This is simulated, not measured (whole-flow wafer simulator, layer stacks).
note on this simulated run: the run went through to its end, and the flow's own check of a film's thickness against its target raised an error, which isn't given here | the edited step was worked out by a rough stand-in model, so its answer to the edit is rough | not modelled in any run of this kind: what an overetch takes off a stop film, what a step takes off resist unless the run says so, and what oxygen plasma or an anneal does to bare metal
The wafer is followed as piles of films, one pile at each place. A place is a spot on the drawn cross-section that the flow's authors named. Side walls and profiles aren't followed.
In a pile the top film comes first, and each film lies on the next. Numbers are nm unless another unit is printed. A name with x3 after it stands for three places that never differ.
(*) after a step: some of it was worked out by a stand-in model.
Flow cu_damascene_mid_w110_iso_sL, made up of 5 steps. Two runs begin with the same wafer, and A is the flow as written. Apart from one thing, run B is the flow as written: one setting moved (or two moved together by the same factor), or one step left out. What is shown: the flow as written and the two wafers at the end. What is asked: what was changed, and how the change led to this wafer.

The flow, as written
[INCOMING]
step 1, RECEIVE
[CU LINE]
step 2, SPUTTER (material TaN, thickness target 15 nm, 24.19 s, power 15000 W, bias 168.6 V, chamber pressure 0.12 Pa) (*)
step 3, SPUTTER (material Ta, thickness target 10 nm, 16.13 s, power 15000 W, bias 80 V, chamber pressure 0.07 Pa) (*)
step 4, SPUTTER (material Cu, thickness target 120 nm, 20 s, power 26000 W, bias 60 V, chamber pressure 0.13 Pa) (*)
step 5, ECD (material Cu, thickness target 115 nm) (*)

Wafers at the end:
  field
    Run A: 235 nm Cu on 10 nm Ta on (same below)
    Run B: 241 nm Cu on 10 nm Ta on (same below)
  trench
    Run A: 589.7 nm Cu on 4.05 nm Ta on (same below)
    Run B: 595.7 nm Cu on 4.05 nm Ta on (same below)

What caused this: step 4, SPUTTER: thickness target 126 nm was run, whereas the flow has thickness target 120 nm; step 4, SPUTTER: 21 s was run, where the flow has 20 s.

The path from the change to this, step by step:
  step 4, SPUTTER (material Cu, thickness target 120 nm, 20 s, power 26000 W, bias 60 V, chamber pressure 0.13 Pa) (*)
      field: A Cu gains 120 (new film) | B Cu gains 126 (new film)
      trench: A Cu gains 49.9 (new film) | B Cu gains 52.4 (new film)
